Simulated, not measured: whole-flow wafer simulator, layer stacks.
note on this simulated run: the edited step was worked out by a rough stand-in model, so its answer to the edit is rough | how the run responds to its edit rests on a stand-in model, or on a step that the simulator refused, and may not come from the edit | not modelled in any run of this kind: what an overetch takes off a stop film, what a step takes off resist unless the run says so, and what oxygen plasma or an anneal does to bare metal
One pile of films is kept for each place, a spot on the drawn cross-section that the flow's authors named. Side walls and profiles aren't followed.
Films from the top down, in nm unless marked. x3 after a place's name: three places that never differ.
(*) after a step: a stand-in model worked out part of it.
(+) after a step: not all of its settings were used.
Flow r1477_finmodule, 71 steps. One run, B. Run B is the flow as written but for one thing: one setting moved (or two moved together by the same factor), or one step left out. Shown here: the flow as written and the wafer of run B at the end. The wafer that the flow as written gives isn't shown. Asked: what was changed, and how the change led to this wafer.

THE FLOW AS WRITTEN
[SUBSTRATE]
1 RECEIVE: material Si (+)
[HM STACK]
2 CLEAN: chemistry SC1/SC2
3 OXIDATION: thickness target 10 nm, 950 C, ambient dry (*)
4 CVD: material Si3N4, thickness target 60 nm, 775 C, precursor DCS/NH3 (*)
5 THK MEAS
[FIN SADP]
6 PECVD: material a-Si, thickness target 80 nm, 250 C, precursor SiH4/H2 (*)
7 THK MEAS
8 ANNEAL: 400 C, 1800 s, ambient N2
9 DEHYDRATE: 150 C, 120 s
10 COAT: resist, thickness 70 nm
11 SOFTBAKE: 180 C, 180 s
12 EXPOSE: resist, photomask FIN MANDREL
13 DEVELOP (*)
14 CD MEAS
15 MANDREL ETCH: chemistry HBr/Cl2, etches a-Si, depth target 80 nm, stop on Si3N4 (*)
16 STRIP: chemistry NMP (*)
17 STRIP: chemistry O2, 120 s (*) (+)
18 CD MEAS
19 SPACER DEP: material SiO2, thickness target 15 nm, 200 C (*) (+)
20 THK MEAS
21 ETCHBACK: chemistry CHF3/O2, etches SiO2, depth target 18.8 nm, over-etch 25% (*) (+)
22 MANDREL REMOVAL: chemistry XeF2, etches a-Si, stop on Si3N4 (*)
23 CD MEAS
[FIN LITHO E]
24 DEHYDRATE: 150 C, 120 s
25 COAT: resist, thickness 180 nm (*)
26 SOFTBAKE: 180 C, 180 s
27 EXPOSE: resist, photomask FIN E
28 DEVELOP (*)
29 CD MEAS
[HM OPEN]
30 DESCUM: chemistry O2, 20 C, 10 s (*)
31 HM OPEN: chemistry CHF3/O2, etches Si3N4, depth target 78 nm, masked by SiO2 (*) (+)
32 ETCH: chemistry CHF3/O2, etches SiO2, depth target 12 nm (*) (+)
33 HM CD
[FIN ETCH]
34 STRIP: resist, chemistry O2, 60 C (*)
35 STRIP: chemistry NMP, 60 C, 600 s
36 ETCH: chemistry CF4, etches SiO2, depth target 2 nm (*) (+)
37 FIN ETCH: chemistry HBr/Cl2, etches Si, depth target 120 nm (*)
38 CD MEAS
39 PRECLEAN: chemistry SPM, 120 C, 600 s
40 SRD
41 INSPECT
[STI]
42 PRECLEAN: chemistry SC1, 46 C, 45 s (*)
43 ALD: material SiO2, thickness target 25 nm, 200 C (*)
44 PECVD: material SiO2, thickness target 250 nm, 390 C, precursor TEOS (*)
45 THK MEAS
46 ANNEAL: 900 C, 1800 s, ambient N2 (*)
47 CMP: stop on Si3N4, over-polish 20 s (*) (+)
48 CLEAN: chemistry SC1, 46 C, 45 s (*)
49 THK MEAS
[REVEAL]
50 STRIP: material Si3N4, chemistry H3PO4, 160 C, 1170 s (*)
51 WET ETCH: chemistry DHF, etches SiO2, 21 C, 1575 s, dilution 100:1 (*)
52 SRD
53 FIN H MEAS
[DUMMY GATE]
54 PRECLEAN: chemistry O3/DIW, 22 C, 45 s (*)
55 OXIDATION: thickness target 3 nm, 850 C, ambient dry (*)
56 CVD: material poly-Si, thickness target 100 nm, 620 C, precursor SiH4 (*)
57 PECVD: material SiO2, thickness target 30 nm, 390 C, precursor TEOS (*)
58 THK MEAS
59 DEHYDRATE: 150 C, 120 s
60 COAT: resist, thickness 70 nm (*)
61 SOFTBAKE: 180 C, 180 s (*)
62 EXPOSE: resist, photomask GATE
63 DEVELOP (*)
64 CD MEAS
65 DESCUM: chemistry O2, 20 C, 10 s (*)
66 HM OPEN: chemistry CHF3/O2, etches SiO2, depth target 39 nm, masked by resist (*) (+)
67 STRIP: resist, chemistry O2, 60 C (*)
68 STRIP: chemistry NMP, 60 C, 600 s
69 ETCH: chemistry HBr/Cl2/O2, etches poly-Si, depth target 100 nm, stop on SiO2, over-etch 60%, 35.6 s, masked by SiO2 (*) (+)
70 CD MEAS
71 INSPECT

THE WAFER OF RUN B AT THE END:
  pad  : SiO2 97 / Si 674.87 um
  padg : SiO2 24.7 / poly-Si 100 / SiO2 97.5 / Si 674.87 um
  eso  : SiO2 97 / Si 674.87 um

The cause: step 44, PECVD: thickness target 168.8 nm was run, where the flow has thickness target 250 nm.

How the change led to this, step by step:
  44 PECVD: material SiO2, thickness target 250 nm, 390 C, precursor TEOS (*)
      pad, padg, elg and 33 more: SiO2 +168.8 (as written it would be: SiO2 +250)
  46 ANNEAL: 900 C, 1800 s, ambient N2 (*)
      pad, padg, elg and 33 more: SiO2 -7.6 (as written it would be: SiO2 -11.2)
  47 CMP: stop on Si3N4, over-polish 20 s (*) (+)
      pad, padg, e40sg and 11 more: nothing (as written it would be: SiO2 -71.8)
      eso: nothing (as written it would be: SiO2 -72.4)
      (and at 21 more places)
  60 COAT: resist, thickness 70 nm (*)
      e40sg, e40so: resist +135 (new film) (as written it would be: resist +129.5 (new film))
      e100sg, e100so: resist +134.9 (new film) (as written it would be: resist +129.4 (new film))
      (and at 9 more places)
  63 DEVELOP (*)
      eso: resist -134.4 (all of it) (as written it would be: resist -129.5 (all of it))
      e40so: resist -135 (all of it) (as written it would be: resist -129.5 (all of it))
      (and at 5 more places)
  67 STRIP: resist, chemistry O2, 60 C (*)
      e40sg: resist -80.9 (all of it) (as written it would be: resist -75.4 (all of it))
      e100sg: resist -80.8 (all of it) (as written it would be: resist -75.3 (all of it))
      (and at 4 more places)
